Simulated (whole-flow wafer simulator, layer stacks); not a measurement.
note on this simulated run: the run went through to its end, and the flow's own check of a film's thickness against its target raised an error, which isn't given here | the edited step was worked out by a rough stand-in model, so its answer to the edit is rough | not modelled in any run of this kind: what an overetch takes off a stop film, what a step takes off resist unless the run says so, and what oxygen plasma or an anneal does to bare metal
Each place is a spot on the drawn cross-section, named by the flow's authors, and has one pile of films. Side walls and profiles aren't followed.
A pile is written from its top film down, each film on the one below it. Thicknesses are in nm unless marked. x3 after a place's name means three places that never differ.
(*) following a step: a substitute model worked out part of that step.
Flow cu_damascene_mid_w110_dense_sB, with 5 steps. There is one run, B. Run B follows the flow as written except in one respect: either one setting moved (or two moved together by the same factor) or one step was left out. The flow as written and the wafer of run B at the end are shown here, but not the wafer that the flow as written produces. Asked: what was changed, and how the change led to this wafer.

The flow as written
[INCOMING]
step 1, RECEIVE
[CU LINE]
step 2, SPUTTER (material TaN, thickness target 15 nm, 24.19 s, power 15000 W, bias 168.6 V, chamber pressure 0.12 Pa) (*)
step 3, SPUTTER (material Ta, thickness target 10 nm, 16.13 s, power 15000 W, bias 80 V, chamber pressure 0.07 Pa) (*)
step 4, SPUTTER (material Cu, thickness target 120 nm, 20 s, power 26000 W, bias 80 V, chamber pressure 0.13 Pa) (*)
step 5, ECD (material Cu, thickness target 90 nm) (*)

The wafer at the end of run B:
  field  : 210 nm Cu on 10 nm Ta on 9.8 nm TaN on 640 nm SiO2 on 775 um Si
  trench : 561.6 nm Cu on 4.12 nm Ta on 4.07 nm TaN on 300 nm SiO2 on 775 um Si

What caused this: step 2, SPUTTER: thickness target 9.8 nm was run, whereas the flow has thickness target 15 nm; step 2, SPUTTER: 15.72 s was run, where the flow has 24.19 s.
The wafer itself shows it: field has TaN 9.8, and step 2 as written asks for 15 nm.

How this came from the change, step by step:
  step 2, SPUTTER (material TaN, thickness target 15 nm, 24.19 s, power 15000 W, bias 168.6 V, chamber pressure 0.12 Pa) (*)
      field: TaN gains 9.8 (new film) (in the flow as written it would be: TaN gains 15 (new film))
      trench: TaN gains 4.07 (new film) (in the flow as written it would be: TaN gains 6.23 (new film))
